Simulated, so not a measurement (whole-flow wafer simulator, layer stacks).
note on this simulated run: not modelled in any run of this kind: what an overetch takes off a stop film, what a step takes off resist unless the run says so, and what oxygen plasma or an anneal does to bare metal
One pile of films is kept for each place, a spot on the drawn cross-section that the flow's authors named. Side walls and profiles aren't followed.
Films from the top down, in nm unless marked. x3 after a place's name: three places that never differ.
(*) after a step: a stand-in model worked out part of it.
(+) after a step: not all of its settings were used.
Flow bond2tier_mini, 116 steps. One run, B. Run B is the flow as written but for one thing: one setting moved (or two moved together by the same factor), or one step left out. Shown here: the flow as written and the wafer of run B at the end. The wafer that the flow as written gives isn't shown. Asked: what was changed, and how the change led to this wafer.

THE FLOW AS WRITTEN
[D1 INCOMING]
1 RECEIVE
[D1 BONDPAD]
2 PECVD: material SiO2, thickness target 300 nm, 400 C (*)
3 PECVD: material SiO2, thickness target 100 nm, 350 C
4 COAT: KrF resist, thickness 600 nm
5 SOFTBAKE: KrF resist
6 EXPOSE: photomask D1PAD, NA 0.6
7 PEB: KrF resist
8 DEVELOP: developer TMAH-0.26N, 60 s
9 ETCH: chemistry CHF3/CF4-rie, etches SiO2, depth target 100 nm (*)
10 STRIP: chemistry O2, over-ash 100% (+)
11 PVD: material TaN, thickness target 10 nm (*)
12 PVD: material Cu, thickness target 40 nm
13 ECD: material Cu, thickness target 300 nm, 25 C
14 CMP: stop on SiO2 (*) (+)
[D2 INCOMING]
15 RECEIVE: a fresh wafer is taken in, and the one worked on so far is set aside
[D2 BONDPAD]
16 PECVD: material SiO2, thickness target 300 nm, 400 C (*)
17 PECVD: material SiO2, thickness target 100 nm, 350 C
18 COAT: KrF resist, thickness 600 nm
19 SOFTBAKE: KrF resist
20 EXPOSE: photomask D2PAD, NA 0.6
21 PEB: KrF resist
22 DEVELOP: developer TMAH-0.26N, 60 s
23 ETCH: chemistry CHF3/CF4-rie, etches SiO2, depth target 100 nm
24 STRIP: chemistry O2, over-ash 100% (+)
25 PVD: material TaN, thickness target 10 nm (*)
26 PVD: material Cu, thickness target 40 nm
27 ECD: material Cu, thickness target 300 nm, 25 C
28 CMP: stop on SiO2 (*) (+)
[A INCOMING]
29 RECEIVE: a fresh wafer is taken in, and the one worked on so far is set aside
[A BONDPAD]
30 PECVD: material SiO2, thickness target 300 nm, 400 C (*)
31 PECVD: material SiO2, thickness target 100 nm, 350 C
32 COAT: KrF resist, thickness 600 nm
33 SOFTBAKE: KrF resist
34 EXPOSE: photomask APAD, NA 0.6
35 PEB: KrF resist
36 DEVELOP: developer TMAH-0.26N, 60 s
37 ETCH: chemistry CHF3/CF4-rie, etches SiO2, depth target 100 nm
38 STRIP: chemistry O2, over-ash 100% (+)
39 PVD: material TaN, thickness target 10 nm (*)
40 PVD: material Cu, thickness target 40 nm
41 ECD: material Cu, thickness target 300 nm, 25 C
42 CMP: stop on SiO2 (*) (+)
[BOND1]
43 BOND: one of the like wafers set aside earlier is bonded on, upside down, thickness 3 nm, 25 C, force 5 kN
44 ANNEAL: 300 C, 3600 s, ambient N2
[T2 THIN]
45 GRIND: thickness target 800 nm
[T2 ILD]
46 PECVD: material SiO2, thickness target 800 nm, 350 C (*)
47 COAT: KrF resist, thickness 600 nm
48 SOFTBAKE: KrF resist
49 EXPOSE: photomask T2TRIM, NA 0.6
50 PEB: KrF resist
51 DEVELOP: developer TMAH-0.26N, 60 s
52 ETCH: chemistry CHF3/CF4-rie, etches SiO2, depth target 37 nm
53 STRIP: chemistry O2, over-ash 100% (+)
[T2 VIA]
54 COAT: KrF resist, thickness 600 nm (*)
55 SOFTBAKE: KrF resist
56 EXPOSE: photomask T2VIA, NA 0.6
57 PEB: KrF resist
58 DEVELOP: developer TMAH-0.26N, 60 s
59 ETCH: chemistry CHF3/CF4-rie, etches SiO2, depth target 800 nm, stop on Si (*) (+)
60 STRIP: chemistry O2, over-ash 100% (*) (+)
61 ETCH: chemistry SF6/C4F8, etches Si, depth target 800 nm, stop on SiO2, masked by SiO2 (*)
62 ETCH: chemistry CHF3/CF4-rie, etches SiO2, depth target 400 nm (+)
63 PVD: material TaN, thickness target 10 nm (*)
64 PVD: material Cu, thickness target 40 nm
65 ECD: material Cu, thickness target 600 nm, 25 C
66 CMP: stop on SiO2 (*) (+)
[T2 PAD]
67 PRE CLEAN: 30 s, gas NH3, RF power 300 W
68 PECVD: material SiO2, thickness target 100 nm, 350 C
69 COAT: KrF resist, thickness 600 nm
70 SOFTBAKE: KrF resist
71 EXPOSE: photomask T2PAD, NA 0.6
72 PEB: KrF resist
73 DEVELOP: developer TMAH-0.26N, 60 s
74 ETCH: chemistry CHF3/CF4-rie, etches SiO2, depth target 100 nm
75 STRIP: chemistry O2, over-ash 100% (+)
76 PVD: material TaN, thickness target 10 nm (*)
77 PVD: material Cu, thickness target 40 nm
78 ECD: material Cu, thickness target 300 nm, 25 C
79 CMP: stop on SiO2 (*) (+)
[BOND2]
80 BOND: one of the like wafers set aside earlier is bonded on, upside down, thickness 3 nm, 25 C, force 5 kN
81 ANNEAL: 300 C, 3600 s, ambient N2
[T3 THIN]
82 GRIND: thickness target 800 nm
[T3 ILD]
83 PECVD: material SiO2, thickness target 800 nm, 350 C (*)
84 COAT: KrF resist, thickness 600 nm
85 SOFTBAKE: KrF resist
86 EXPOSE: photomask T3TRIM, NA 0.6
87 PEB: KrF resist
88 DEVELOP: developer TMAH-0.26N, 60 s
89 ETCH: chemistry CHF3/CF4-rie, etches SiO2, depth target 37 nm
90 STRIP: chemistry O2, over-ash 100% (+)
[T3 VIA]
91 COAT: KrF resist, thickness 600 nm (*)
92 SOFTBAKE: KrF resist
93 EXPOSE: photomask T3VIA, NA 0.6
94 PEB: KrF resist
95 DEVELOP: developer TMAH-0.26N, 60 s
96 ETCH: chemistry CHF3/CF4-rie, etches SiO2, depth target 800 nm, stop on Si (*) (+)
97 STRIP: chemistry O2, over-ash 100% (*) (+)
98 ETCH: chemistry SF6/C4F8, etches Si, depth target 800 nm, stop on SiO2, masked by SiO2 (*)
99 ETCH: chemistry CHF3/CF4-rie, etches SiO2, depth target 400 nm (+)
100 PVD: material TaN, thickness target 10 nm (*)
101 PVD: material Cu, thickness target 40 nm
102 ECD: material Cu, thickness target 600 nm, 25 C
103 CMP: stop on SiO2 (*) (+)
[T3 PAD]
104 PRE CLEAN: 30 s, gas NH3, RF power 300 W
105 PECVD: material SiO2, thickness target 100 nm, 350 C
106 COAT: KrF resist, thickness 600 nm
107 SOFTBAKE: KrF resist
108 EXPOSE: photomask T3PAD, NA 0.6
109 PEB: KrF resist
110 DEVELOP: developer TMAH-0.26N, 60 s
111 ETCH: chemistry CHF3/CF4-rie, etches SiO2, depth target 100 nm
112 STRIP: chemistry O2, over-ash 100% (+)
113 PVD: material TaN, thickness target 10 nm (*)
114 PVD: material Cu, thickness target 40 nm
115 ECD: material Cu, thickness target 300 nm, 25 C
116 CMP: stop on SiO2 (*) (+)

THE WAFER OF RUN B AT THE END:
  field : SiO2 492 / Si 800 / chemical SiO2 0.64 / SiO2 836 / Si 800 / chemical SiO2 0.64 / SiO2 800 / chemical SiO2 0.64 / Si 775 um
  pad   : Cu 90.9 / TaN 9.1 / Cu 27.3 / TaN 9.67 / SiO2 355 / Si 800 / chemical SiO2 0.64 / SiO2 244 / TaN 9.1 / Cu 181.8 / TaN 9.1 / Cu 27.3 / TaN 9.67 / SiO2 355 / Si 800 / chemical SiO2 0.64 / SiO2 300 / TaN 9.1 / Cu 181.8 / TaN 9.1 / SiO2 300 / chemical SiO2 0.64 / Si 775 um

The cause: step 17, PECVD: thickness target 44 nm was run, where the flow has thickness target 100 nm.

How the change led to this, step by step:
  17 PECVD: material SiO2, thickness target 100 nm, 350 C
      field, pad, via: SiO2 +44 (as written it would be: SiO2 +100)
  80 BOND: one of the like wafers set aside earlier is bonded on, upside down, thickness 3 nm, 25 C, force 5 kN
      field: Si +775 um (new film), chemical SiO2 +0.64 (new film), SiO2 +344 (as written it would be: Si +775 um (new film), chemical SiO2 +0.64 (new film), SiO2 +400)
      pad: Si +775 um (new film), chemical SiO2 +0.64 (new film), SiO2 +244 (new film), TaN +9.1 (new film), Cu +90.9 (as written it would be: Si +775 um (new film), chemical SiO2 +0.64 (new film), SiO2 +300 (new film), TaN +9.1 (new film), Cu +90.9)
